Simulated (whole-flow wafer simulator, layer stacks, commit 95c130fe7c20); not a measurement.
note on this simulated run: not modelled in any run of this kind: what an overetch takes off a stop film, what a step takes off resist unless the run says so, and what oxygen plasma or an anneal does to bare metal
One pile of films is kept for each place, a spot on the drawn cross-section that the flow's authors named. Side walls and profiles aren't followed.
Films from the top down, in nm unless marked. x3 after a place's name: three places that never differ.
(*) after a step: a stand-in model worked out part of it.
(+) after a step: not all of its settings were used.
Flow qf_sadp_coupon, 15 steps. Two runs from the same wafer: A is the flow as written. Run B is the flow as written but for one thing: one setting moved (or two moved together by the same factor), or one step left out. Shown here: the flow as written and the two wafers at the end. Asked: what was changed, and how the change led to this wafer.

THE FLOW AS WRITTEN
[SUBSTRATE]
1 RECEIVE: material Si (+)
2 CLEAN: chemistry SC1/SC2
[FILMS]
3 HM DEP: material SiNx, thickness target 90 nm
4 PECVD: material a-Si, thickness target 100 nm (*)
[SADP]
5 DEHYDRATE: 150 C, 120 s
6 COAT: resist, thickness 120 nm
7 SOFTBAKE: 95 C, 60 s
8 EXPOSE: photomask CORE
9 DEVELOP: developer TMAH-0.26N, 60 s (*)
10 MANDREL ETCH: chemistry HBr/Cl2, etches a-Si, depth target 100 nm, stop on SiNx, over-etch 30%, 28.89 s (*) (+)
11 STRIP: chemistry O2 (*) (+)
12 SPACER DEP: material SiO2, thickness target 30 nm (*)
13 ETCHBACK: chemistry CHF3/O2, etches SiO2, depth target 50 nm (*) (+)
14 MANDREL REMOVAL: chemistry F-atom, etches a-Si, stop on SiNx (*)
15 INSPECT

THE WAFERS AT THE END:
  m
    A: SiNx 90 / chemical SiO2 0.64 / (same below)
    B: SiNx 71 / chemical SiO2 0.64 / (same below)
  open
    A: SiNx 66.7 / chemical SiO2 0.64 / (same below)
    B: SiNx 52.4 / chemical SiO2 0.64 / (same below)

The cause: step 4, PECVD: material a-Si, thickness target 100 nm (*), was left out.

How the change led to this, step by step:
  10 MANDREL ETCH: chemistry HBr/Cl2, etches a-Si, depth target 100 nm, stop on SiNx, over-etch 30%, 28.89 s (*) (+)
      open: A a-Si -100 (all of it), SiNx -4.29 | B SiNx -18.6
  11 STRIP: chemistry O2 (*) (+)
      m: A chemical SiO2 +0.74 (new film), resist -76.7 (all of it), a-Si -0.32 | B resist -76.7 (all of it)
  13 ETCHBACK: chemistry CHF3/O2, etches SiO2, depth target 50 nm (*) (+)
      m: A SiO2 -30 (all of it), chemical SiO2 -0.74 (all of it), a-Si -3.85 | B SiO2 -30 (all of it), SiNx -19
  14 MANDREL REMOVAL: chemistry F-atom, etches a-Si, stop on SiNx (*)
      m: A a-Si -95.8 (all of it) | B nothing
